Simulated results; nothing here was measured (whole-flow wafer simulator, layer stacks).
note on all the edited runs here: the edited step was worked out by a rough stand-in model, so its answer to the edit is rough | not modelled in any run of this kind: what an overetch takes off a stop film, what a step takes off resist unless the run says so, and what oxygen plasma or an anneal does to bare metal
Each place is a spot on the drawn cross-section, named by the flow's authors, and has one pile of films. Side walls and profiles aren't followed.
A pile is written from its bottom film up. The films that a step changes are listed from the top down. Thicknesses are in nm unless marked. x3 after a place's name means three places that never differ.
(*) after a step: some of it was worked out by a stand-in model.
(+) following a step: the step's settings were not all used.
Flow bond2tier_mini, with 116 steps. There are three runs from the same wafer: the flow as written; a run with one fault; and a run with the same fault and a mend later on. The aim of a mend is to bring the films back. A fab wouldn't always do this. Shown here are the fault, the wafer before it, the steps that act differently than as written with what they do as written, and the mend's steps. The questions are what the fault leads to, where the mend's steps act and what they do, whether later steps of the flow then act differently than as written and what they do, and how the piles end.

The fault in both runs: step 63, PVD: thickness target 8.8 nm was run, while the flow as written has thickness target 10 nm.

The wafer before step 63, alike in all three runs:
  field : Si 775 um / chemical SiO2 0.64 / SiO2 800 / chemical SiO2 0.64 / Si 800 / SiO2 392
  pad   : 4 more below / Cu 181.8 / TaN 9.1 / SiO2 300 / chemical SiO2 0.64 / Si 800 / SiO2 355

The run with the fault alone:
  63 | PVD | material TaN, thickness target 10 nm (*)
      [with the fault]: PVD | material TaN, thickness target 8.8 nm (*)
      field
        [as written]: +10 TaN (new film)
        [with the fault]: +8.8 TaN (new film)
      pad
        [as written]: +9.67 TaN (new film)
        [with the fault]: +8.51 TaN (new film)
  Steps later in the flow that act otherwise than as written (1 other step is not shown; it differs only slightly, by no more than 2% or 0.5 nm, whichever is larger):
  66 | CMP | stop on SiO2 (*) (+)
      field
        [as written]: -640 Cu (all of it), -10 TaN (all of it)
        [with the fault]: -640 Cu (all of it), -8.8 TaN (all of it)
  At pad, the piles at the end differ from the flow's by more than 2% or 0.5 nm, whichever is larger.
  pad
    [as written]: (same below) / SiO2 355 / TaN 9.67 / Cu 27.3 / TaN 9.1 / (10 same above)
    [with the fault]: (same below) / SiO2 355 / TaN 8.51 / Cu 28.5 / TaN 9.1 / (10 same above)

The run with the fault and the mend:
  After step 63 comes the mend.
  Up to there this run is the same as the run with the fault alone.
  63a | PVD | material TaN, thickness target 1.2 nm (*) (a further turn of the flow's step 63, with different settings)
      field
        +1.2 TaN
      pad
        +1.16 TaN
  Every later step of the flow that is run acts as written at every place that is followed.
  At every place that both follow, the piles at the end match the flow's.
